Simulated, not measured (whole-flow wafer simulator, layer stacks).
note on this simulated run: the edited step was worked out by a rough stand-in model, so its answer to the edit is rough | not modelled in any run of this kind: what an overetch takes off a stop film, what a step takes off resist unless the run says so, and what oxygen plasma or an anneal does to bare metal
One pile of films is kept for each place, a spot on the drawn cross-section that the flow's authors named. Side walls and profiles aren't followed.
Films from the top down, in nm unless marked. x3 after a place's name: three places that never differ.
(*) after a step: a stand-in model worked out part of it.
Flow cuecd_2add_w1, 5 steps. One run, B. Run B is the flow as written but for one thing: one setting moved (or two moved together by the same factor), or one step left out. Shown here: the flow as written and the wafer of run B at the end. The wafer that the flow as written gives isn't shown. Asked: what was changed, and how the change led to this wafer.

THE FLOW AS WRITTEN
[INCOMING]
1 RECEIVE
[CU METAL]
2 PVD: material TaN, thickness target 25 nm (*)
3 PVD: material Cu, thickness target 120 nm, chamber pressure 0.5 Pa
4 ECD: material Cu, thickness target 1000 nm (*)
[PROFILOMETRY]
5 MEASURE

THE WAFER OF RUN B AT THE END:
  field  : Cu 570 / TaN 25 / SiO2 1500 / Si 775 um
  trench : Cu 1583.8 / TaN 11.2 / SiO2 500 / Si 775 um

The cause: step 4, ECD: thickness target 450 nm was run, where the flow has thickness target 1000 nm.

How the change led to this, step by step:
  4 ECD: material Cu, thickness target 1000 nm (*)
      field: Cu +450 (as written it would be: Cu +1000)
      trench: Cu +1530.2 (as written it would be: Cu +2080.2)
